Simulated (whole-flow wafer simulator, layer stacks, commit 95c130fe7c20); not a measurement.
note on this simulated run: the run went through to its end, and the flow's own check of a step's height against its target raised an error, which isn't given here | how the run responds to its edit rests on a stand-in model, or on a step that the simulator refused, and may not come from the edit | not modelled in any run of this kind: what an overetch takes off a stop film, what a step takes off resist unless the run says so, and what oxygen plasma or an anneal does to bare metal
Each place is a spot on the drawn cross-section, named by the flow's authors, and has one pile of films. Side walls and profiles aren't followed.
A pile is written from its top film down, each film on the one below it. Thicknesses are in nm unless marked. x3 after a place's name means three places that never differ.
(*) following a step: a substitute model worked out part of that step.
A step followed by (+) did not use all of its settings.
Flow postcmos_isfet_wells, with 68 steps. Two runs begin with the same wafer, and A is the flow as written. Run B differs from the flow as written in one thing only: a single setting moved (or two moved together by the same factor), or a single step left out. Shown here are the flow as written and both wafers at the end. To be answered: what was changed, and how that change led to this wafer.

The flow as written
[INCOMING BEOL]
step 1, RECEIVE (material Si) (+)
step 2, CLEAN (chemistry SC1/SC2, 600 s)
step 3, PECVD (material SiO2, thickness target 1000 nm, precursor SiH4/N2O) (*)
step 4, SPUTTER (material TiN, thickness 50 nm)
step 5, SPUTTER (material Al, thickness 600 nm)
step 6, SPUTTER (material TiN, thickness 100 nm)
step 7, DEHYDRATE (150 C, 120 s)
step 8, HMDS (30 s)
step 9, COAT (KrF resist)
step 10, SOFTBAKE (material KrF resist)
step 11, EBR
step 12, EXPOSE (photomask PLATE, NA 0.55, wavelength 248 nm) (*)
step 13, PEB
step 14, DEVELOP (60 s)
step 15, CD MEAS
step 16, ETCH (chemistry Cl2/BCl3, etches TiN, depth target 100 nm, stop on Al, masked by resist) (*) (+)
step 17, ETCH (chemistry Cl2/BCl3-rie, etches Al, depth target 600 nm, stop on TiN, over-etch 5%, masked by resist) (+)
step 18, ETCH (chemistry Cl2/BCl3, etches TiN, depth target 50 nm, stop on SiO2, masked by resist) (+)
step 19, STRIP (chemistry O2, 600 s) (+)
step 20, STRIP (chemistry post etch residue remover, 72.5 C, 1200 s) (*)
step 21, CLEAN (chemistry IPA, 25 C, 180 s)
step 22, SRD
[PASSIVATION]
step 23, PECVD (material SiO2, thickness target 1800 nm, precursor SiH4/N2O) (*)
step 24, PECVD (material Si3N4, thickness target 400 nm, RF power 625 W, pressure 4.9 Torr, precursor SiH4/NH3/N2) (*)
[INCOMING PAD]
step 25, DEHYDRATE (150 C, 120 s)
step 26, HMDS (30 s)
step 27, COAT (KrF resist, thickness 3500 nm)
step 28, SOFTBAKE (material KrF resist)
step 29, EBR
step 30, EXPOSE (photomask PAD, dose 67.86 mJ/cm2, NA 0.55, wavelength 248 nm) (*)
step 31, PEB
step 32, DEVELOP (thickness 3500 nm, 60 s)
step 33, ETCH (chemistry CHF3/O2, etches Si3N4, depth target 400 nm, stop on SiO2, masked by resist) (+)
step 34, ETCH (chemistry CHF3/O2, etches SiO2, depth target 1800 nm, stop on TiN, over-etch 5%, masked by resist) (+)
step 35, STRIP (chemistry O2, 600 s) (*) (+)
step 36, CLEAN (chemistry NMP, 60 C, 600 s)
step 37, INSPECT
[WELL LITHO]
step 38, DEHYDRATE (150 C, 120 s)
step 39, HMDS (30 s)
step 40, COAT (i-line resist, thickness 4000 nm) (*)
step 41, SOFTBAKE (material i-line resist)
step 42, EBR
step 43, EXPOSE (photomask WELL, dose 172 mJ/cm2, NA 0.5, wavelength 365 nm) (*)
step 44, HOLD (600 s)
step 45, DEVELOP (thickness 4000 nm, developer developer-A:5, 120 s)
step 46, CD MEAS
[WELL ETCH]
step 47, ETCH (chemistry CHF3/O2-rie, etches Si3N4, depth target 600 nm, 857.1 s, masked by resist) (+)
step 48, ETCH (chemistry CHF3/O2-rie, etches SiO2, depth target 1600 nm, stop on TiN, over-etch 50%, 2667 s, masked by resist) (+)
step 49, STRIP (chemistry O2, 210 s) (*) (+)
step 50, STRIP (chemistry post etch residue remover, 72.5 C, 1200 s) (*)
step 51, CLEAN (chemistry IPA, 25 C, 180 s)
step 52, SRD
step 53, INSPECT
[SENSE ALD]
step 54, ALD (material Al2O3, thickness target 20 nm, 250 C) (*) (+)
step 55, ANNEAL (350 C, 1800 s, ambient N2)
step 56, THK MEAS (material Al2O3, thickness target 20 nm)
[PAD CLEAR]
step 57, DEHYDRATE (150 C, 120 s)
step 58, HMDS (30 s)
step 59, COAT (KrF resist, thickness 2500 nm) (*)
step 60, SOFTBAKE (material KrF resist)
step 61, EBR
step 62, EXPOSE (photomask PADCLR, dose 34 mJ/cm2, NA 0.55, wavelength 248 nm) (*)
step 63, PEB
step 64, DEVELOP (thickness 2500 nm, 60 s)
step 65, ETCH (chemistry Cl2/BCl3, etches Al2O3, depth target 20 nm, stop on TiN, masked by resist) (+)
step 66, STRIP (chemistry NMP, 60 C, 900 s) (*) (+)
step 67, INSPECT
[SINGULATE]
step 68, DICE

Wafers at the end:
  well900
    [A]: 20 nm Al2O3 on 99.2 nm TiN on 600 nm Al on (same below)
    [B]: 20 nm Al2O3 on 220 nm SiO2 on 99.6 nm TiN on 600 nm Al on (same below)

Cause: step 48, ETCH: depth target 920 nm was run, though the flow has depth target 1600 nm.

Step by step, how the change led to this:
  step 48, ETCH (chemistry CHF3/O2-rie, etches SiO2, depth target 1600 nm, stop on TiN, over-etch 50%, 2667 s, masked by resist) (+)
      well900, well1300 x3: A SiO2 loses 1600 (all of it) | B SiO2 loses 1380
      field, margin, pad_rim, pad_clr, pad_open: A i-line resist loses 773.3 | B i-line resist loses 444.7
  step 49, STRIP (chemistry O2, 210 s) (*) (+)
      field, margin, pad_rim: A i-line resist loses 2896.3 (all of it) | B i-line resist loses 3225 (all of it)
      pad_clr: A i-line resist loses 1996.5 (all of it) | B i-line resist loses 2325.2 (all of it)
      (as well as at 1 more place)
  step 59, COAT (KrF resist, thickness 2500 nm) (*)
      field: A KrF resist gains 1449 (new film) | B KrF resist gains 1554.3 (new film)
      margin: A KrF resist gains 1448.9 (new film) | B KrF resist gains 1554.2 (new film)
  step 63, PEB
      field, margin: A KrF resist loses 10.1 | B KrF resist loses 10.8
  step 66, STRIP (chemistry NMP, 60 C, 900 s) (*) (+)
      field: A KrF resist loses 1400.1 (all of it) | B KrF resist loses 1504.7 (all of it)
      margin: A KrF resist loses 1400.1 (all of it) | B KrF resist loses 1504.6 (all of it)
